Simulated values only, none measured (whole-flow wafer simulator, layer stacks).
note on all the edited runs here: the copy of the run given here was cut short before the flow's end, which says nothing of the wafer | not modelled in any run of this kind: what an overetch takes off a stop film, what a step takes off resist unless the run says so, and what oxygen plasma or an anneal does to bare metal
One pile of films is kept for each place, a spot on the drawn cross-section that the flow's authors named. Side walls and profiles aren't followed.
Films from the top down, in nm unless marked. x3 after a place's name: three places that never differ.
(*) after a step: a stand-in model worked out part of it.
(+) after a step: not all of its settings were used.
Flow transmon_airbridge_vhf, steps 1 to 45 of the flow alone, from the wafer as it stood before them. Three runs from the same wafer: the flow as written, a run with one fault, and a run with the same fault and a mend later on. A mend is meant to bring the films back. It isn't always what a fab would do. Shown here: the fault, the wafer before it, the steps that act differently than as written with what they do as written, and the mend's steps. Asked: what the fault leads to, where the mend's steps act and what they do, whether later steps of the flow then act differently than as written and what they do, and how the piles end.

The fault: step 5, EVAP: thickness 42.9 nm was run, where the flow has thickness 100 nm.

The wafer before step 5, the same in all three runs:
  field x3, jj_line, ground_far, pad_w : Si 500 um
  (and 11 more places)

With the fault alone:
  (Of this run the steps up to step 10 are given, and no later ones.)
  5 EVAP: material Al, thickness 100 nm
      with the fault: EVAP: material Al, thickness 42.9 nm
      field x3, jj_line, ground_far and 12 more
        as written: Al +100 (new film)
        with the fault: Al +42.9 (new film)
  No later step of the flow up to step 10 acts differently than as written at any place that is followed.
  After step 10 the piles differ from the flow's by more than 2% or 0.5 nm, whichever is larger, at field x3, jj_line, ground_far and 12 more.
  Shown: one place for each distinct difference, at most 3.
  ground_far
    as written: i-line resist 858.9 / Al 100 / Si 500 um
    with the fault: i-line resist 858.9 / Al 42.9 / Si 500 um
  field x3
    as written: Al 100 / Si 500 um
    with the fault: Al 42.9 / Si 500 um

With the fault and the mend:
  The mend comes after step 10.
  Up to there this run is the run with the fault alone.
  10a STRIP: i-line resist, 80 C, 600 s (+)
      ground_far, pad_w, flank_w and 8 more
        i-line resist -858.9 (all of it)
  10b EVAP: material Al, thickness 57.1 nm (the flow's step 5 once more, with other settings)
      field x3, jj_line, ground_far and 12 more
        Al +57.1
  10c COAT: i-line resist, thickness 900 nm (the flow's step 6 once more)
      field x3, jj_line, ground_far and 12 more
        i-line resist +900 (new film)
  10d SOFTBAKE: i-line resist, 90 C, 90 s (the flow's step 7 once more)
      changes no film at any place that is followed
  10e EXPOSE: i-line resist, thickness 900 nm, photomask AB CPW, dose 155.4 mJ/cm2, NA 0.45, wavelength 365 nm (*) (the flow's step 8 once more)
      changes no film at any place that is followed
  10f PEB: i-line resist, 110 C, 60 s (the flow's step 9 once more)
      field x3, jj_line, ground_far and 12 more
        i-line resist -41
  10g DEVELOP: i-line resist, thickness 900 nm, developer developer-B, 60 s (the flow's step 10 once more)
      ground_far, pad_w, flank_w and 8 more
        i-line resist -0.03
      field x3, jj_line, gap_w, gap_e
        i-line resist -859 (all of it)
  No later step of the flow acts differently than as written at any place that is followed.
  At the end the piles are the same as the flow's at every place that both follow.
